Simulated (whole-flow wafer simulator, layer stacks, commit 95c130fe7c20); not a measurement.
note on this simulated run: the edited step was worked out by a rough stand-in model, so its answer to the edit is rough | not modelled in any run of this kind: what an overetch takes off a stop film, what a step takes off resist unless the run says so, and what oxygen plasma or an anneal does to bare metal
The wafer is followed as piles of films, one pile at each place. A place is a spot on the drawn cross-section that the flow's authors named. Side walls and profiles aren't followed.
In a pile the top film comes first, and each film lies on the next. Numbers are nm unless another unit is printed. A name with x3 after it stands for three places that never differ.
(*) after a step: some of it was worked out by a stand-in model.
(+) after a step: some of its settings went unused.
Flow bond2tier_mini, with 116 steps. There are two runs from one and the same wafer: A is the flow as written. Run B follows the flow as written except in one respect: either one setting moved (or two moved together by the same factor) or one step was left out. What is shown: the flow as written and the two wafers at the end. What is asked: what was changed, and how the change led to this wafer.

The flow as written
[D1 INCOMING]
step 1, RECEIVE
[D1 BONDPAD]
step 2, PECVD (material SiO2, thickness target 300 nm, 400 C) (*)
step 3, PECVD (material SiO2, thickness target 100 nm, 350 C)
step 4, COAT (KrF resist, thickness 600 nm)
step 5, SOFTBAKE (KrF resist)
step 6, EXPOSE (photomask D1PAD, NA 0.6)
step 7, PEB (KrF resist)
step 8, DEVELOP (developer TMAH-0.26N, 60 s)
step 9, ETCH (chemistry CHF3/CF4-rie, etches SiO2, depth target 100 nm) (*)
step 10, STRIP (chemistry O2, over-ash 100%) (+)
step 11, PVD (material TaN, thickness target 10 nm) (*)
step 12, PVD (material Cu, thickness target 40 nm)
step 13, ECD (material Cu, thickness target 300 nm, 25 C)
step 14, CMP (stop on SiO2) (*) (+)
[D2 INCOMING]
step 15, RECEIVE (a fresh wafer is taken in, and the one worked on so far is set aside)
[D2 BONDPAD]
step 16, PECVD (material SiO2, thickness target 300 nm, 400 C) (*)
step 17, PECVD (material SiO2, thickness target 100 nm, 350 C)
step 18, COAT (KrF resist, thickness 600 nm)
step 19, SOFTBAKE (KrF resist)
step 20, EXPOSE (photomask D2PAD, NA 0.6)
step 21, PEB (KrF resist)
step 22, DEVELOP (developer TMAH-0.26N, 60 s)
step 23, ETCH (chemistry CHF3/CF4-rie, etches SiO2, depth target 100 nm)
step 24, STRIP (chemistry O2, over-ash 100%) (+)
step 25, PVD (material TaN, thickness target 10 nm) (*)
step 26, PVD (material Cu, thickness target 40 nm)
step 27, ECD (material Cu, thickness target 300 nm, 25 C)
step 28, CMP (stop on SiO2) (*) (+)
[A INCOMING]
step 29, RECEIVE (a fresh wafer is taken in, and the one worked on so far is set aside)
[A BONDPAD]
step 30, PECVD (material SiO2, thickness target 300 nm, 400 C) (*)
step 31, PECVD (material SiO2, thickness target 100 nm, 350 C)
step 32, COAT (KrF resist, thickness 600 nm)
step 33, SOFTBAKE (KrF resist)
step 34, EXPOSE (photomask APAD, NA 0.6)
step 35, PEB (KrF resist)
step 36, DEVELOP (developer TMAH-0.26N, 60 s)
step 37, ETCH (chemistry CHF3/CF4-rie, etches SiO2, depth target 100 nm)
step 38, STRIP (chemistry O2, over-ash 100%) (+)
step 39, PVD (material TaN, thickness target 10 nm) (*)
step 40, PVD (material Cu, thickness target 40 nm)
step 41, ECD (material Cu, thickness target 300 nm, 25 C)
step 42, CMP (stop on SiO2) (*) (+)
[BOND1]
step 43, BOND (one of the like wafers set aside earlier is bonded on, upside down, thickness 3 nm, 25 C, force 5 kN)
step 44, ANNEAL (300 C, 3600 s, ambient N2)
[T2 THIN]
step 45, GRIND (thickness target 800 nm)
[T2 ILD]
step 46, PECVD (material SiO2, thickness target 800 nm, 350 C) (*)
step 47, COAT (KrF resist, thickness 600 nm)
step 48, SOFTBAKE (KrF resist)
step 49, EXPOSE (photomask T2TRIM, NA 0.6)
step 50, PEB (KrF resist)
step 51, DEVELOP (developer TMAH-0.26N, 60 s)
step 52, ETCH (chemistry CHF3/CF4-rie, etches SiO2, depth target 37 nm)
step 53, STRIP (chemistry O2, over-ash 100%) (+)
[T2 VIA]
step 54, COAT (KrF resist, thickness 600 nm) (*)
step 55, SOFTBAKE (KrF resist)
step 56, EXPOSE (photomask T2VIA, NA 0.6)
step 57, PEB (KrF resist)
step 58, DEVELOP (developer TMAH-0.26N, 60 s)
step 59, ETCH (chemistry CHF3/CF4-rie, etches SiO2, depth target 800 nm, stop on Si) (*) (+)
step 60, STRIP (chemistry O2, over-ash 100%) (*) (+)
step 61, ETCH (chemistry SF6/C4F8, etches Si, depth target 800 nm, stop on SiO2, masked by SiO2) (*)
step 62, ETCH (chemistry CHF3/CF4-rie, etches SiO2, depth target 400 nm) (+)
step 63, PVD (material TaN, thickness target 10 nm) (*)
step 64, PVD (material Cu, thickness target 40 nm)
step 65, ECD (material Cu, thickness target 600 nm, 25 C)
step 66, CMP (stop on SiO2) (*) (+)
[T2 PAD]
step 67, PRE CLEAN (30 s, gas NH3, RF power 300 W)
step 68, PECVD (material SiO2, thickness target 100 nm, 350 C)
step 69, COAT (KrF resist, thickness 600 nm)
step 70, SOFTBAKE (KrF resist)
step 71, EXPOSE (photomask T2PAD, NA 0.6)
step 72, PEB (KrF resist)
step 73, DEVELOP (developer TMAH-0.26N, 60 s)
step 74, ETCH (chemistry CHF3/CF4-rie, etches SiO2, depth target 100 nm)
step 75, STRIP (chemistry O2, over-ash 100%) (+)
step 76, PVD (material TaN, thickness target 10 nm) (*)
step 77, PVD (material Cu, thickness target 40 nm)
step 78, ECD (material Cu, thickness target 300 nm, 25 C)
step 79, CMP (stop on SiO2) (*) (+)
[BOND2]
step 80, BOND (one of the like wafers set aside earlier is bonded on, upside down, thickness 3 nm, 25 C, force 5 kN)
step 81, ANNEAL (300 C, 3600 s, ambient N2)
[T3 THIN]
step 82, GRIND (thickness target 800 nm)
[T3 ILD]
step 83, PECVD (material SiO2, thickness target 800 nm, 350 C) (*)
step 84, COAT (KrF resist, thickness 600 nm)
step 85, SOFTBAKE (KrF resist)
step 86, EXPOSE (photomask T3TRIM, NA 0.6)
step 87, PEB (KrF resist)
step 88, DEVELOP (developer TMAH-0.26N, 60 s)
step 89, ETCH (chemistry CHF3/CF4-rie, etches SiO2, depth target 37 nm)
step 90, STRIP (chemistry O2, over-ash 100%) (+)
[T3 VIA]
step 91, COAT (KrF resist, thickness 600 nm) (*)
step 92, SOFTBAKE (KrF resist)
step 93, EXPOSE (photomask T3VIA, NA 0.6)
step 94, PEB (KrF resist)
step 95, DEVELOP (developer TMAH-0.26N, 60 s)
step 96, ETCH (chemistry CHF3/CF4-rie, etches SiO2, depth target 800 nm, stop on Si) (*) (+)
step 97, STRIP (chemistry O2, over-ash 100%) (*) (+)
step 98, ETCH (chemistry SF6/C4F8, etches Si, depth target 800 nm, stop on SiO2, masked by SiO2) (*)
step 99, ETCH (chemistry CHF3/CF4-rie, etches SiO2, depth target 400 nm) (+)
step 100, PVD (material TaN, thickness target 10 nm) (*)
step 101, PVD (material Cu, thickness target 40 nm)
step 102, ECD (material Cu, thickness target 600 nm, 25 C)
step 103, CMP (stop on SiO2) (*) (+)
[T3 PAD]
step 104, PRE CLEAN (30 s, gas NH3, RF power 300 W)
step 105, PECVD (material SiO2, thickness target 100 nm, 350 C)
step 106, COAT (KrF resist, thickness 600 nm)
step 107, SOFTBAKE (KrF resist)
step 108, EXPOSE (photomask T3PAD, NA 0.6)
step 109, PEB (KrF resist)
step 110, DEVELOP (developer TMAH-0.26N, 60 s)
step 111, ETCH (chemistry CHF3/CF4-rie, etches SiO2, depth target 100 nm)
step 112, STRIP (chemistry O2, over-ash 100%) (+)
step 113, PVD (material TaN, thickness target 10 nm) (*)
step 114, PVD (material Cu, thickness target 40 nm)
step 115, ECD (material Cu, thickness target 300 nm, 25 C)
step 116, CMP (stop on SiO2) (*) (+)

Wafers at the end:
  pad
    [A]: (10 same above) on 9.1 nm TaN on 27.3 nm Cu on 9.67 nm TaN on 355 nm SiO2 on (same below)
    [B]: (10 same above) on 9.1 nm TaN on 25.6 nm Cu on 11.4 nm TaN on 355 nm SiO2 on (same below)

The reason: step 63, PVD: thickness target 11.8 nm was run, while the flow as written has thickness target 10 nm.

How this came from the change, step by step:
  step 63, PVD (material TaN, thickness target 10 nm) (*)
      field: A +10 TaN (new film) | B +11.8 TaN (new film)
      pad: A +9.67 TaN (new film) | B +11.4 TaN (new film)
  step 66, CMP (stop on SiO2) (*) (+)
      field: A -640 Cu (all of it), -10 TaN (all of it) | B -640 Cu (all of it), -11.8 TaN (all of it)
